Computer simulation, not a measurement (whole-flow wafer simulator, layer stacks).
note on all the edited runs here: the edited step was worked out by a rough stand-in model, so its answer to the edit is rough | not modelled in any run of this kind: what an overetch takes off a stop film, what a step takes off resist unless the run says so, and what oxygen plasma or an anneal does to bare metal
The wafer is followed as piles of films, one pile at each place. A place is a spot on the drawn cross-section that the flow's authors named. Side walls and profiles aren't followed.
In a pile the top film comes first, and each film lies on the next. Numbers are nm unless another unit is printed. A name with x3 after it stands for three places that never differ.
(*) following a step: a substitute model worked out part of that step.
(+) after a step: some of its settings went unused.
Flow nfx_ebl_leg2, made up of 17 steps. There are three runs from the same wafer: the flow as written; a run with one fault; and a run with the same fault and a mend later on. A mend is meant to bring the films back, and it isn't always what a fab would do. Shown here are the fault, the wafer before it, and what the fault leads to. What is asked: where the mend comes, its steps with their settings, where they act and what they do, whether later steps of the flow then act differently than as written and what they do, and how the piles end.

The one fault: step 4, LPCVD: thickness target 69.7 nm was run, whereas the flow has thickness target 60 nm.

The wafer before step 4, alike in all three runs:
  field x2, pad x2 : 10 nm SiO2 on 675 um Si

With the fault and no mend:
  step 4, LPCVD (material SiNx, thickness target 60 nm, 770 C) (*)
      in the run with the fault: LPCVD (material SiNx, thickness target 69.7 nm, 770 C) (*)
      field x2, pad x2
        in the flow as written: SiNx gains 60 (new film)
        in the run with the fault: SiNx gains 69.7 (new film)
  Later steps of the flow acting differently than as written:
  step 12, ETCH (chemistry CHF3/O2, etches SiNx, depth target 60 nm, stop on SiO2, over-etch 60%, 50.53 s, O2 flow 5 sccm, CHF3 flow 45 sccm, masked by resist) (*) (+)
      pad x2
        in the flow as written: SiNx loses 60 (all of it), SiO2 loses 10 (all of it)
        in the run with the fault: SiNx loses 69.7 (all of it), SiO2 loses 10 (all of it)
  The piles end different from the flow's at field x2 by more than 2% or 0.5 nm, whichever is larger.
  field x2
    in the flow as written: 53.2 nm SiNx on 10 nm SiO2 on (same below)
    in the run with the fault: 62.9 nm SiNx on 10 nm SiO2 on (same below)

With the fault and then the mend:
  The mend stands after step 5.
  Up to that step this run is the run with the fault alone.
  step 5a, ETCH (chemistry h3po4, depth target 9.7 nm)
      field x2, pad x2
        SiNx loses 9.7
  Every later step of the flow that is run acts as written at every place that is followed.
  By the end, the piles equal the flow's at every place that both follow.
